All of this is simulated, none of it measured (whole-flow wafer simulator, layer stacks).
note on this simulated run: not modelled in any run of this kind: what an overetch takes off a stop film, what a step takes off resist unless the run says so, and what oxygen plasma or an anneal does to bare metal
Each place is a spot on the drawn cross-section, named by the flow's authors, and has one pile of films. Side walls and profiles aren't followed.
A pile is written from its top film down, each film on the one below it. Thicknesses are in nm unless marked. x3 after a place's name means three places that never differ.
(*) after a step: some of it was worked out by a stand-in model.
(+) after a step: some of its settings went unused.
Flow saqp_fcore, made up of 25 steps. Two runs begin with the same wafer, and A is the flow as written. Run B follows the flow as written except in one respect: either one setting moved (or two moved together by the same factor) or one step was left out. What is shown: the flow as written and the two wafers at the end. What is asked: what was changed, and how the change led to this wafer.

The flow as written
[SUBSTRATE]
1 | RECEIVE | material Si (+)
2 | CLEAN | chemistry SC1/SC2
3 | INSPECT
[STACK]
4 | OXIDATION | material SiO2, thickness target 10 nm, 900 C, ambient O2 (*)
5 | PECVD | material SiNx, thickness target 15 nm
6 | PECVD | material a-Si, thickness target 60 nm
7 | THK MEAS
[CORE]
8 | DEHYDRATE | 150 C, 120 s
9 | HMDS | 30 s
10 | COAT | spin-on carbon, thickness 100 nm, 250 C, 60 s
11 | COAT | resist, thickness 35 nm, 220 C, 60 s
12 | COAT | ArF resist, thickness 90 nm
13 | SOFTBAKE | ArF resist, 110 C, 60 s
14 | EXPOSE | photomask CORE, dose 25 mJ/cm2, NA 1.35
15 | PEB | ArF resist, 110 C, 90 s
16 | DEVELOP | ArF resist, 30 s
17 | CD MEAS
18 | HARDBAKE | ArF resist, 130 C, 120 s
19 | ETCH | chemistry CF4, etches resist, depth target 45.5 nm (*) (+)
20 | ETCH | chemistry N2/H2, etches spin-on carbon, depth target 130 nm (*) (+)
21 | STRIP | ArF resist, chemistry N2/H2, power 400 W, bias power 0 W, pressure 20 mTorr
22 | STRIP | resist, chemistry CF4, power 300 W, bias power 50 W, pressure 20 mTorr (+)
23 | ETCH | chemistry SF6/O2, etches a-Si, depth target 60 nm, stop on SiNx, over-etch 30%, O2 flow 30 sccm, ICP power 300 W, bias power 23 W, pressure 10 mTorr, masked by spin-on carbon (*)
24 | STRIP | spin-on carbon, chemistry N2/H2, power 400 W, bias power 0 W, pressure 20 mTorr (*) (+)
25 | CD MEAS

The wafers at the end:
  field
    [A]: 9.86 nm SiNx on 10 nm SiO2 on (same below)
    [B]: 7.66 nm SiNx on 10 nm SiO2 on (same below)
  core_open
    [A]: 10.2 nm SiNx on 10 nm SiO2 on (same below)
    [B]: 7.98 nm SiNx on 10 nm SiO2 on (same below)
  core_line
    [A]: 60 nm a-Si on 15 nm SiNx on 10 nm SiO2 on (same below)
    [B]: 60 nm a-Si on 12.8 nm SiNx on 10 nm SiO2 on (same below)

Cause: step 5, PECVD: thickness target 12.8 nm was run, while the flow as written has thickness target 15 nm.
The wafer itself shows it: core_line has SiNx 12.8, and step 5 as written asks for 15 nm.

How this came from the change, step by step:
  5 | PECVD | material SiNx, thickness target 15 nm
      field, core_open, core_line: A +15 SiNx (new film) | B +12.8 SiNx (new film)
